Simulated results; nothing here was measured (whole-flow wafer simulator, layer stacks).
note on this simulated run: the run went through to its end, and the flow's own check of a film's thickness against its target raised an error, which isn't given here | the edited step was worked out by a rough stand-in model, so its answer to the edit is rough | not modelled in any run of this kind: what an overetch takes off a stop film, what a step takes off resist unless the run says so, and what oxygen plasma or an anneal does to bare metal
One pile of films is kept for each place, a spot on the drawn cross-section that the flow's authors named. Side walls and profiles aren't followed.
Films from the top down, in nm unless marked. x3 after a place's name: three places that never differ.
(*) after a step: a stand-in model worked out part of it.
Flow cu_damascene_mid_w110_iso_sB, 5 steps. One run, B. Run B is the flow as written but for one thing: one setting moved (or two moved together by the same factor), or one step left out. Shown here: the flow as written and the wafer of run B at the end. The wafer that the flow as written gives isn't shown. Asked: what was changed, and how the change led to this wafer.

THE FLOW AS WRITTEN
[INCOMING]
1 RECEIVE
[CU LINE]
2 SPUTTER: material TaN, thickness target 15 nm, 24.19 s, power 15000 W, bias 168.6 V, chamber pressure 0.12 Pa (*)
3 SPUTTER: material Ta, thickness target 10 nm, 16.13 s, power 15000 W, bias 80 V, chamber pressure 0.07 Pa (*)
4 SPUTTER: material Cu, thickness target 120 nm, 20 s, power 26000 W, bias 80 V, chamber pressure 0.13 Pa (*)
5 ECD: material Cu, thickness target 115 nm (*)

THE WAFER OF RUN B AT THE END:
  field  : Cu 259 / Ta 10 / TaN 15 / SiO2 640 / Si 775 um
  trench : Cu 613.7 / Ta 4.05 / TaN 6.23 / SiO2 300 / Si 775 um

The cause: step 4, SPUTTER: thickness target 144 nm was run, where the flow has thickness target 120 nm; step 4, SPUTTER: 24 s was run, where the flow has 20 s.

How the change led to this, step by step:
  4 SPUTTER: material Cu, thickness target 120 nm, 20 s, power 26000 W, bias 80 V, chamber pressure 0.13 Pa (*)
      field: Cu +144 (new film) (as written it would be: Cu +120 (new film))
      trench: Cu +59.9 (new film) (as written it would be: Cu +49.9 (new film))
  5 ECD: material Cu, thickness target 115 nm (*)
      trench: Cu +553.8 (as written it would be: Cu +539.8)
